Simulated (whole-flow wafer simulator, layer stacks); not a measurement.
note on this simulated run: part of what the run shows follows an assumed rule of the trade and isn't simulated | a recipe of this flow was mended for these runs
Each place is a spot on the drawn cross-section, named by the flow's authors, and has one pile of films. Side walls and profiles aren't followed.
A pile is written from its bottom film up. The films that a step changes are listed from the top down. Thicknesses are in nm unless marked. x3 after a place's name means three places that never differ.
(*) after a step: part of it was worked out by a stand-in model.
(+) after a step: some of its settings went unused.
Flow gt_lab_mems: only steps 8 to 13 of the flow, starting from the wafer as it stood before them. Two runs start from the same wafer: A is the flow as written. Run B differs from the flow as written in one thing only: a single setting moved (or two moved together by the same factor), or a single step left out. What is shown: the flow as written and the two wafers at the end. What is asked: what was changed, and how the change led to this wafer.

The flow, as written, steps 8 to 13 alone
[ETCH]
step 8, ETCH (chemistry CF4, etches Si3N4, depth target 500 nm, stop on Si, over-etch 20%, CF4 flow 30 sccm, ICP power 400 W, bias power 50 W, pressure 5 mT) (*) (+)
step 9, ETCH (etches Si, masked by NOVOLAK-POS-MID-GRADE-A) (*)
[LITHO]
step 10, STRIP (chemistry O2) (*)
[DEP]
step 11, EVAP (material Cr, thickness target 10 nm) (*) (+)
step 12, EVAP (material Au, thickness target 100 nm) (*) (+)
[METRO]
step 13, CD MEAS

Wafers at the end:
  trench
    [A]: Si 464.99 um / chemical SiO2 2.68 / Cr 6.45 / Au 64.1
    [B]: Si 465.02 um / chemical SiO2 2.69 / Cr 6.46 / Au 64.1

Cause: step 8, ETCH: over-etch 8% was run, whereas the flow has over-etch 20%.

The path from the change to this, step by step:
  step 8, ETCH (chemistry CF4, etches Si3N4, depth target 500 nm, stop on Si, over-etch 20%, CF4 flow 30 sccm, ICP power 400 W, bias power 50 W, pressure 5 mT) (*) (+)
      field: A g/i-line-resist loses 400 | B g/i-line-resist loses 360
      trench: A Si3N4 loses 500 (all of it), chemical SiO2 loses 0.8 (all of it), Si loses 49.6 | B Si3N4 loses 500 (all of it), chemical SiO2 loses 0.8 (all of it), Si loses 19.6
  step 10, STRIP (chemistry O2) (*)
      field: A g/i-line-resist loses 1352 (all of it) | B g/i-line-resist loses 1392 (all of it)
